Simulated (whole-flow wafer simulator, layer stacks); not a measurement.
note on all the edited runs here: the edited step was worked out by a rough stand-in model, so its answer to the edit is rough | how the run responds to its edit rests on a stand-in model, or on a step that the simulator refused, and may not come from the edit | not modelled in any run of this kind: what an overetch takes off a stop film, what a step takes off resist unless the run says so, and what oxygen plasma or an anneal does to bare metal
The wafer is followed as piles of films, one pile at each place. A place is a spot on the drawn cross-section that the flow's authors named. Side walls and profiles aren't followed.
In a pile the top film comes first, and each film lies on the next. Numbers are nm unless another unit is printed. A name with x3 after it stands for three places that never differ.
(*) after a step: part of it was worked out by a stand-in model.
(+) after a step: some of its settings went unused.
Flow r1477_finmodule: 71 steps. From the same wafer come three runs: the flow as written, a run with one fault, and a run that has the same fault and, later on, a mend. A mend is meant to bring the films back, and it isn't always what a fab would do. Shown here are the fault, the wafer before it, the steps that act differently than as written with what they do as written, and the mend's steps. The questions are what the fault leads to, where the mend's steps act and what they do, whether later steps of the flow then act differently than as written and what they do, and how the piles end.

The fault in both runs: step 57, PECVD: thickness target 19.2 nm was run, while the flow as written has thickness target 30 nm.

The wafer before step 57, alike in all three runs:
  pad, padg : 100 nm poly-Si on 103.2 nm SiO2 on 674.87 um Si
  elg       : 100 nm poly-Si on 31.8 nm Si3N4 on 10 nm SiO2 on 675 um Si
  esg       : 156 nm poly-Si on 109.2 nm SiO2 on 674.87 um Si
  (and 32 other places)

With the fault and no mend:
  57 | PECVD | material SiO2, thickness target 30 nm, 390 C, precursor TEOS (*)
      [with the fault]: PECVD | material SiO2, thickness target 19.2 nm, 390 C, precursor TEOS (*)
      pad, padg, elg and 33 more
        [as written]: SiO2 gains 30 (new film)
        [with the fault]: SiO2 gains 19.2 (new film)
  Steps later in the flow that act otherwise than as written (3 other steps are not shown; they differ only slightly, by no more than 2% or 0.5 nm, whichever is larger):
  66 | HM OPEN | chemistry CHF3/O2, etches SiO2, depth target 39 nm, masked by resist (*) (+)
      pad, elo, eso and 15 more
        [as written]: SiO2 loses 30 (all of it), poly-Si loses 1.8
        [with the fault]: SiO2 loses 19.2 (all of it), poly-Si loses 1.92
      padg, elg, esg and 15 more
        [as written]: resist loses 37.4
        [with the fault]: resist loses 27.6
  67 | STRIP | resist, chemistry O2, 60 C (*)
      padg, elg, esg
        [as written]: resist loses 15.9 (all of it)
        [with the fault]: resist loses 25.7 (all of it)
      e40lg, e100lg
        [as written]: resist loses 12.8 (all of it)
        [with the fault]: resist loses 22.5 (all of it)
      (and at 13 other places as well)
  By the end, the piles at padg, elg, esg and 15 more depart from the flow's by more than 2% or 0.5 nm, whichever is larger.
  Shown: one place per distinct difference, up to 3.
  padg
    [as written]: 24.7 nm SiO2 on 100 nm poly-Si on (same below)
    [with the fault]: 13.9 nm SiO2 on 100 nm poly-Si on (same below)
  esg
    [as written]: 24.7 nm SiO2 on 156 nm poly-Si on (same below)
    [with the fault]: 13.9 nm SiO2 on 156 nm poly-Si on (same below)
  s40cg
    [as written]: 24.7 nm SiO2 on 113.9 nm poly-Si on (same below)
    [with the fault]: 13.9 nm SiO2 on 113.9 nm poly-Si on (same below)

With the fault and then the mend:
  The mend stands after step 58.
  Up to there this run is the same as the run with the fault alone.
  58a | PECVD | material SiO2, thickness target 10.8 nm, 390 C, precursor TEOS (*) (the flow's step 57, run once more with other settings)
      pad, padg, elg and 33 more
        SiO2 gains 10.8
  Every later step of the flow that is run acts as written at every place that is followed.
  By the end, the piles equal the flow's at every place that both follow.
